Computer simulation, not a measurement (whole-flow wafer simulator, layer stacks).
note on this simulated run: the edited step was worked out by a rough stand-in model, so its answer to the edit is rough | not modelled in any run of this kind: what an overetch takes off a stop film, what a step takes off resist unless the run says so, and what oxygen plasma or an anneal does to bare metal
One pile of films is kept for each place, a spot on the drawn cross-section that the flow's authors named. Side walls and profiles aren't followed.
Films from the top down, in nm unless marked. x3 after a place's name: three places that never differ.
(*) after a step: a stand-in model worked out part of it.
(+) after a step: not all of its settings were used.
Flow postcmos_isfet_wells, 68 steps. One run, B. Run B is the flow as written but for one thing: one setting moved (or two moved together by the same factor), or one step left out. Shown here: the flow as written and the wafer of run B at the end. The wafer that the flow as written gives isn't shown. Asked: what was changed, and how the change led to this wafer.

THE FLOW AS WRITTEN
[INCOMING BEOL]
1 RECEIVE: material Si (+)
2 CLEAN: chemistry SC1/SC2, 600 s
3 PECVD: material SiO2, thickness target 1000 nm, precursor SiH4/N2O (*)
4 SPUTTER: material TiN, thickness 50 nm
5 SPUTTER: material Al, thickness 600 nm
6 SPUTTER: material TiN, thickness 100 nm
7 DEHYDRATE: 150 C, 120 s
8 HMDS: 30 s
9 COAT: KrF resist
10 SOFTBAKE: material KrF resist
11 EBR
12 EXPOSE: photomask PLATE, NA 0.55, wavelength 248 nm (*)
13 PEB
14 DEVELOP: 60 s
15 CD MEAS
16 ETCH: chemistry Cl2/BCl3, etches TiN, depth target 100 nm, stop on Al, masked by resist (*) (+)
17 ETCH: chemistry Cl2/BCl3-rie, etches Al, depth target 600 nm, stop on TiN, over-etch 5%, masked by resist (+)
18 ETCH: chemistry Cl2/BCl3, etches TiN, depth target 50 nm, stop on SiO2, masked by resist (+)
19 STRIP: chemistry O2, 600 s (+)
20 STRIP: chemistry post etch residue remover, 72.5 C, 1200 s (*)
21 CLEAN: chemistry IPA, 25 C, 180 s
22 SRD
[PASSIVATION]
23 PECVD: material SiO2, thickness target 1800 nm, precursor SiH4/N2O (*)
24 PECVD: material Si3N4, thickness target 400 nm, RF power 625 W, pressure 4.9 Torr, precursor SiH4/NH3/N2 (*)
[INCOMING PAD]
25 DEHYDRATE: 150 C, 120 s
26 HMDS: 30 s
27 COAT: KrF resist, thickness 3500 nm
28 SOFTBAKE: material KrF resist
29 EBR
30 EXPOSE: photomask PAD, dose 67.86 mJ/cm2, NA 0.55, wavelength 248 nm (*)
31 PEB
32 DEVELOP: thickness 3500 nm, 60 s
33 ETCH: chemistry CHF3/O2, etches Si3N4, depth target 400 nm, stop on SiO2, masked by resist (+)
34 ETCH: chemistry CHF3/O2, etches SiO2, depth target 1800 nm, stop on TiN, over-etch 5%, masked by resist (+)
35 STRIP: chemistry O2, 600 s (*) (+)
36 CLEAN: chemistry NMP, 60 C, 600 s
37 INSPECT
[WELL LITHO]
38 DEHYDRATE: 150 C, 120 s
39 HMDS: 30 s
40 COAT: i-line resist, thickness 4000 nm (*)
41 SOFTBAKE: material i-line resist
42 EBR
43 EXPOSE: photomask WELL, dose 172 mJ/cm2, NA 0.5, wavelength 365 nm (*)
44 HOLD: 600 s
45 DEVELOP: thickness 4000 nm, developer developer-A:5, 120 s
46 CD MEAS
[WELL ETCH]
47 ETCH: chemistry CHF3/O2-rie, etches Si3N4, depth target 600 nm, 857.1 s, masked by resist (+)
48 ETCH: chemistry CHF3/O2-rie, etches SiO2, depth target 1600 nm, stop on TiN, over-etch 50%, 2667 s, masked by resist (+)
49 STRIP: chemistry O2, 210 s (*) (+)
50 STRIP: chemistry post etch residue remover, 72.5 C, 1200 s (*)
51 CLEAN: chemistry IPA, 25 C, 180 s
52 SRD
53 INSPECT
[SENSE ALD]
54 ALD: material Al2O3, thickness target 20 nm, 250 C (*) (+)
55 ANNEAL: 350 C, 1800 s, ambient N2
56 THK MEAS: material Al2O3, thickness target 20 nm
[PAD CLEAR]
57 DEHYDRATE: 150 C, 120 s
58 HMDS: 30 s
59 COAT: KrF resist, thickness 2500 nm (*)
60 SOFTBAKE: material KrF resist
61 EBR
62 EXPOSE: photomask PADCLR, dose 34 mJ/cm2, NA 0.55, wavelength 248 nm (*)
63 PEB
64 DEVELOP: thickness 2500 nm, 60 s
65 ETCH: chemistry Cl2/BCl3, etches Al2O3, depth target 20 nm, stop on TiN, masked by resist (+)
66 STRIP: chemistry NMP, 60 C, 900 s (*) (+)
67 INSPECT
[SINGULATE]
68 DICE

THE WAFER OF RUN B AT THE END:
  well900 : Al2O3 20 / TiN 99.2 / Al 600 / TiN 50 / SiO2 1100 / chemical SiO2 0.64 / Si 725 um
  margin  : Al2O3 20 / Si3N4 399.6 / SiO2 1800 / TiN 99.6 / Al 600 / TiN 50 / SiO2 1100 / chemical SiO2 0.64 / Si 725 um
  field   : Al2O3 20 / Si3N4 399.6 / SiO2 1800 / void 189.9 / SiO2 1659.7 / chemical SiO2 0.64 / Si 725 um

The cause: step 3, PECVD: thickness target 1100 nm was run, where the flow has thickness target 1000 nm.
It can be read off the wafer: well900 has SiO2 1100, and step 3 as written asks for 1000 nm.

How the change led to this, step by step:
  3 PECVD: material SiO2, thickness target 1000 nm, precursor SiH4/N2O (*)
      field, margin, well900, well1300 x3, pad_rim, pad_clr, pad_open: SiO2 +1100 (new film) (as written it would be: SiO2 +1000 (new film))
